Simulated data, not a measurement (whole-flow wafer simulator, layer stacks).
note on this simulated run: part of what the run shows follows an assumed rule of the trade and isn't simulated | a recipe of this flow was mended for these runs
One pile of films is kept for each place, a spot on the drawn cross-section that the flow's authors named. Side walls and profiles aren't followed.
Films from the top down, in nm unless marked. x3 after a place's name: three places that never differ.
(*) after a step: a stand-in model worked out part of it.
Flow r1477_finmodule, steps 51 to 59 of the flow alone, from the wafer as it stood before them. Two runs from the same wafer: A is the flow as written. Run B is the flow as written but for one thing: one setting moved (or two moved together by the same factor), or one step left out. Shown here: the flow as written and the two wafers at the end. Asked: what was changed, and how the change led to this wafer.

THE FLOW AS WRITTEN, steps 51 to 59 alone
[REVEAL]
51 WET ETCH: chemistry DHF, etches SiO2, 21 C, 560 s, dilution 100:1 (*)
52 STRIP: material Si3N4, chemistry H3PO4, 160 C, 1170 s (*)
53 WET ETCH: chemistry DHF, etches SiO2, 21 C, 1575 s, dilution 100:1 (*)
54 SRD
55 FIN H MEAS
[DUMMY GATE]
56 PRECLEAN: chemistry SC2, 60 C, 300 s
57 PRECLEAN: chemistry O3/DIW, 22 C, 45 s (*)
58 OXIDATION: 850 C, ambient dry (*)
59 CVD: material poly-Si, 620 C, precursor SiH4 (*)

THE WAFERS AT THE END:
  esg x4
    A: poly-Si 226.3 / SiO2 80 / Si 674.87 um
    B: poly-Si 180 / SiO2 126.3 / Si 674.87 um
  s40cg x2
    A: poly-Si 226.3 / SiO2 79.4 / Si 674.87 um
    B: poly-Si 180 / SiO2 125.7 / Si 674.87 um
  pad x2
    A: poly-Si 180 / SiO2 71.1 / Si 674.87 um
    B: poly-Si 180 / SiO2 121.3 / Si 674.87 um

The cause: step 53, WET ETCH: 650 s was run, where the flow has 1575 s.

How the change led to this, step by step:
  53 WET ETCH: chemistry DHF, etches SiO2, 21 C, 1575 s, dilution 100:1 (*)
      esg x4, e100sg x2, e200sg x2 and 12 more: A SiO2 -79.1 | B SiO2 -32.6
      pad x2: A SiO2 -85.7 | B SiO2 -35.4
  59 CVD: material poly-Si, 620 C, precursor SiH4 (*)
      esg x4, e100sg x2, s40cg x2, s40sg x2, s45cg x2, s45sg x2, s50cg x2, s50sg x2: A poly-Si +226.3 (new film) | B poly-Si +180 (new film)
      e200sg x2: A poly-Si +219.2 (new film) | B poly-Si +180 (new film)
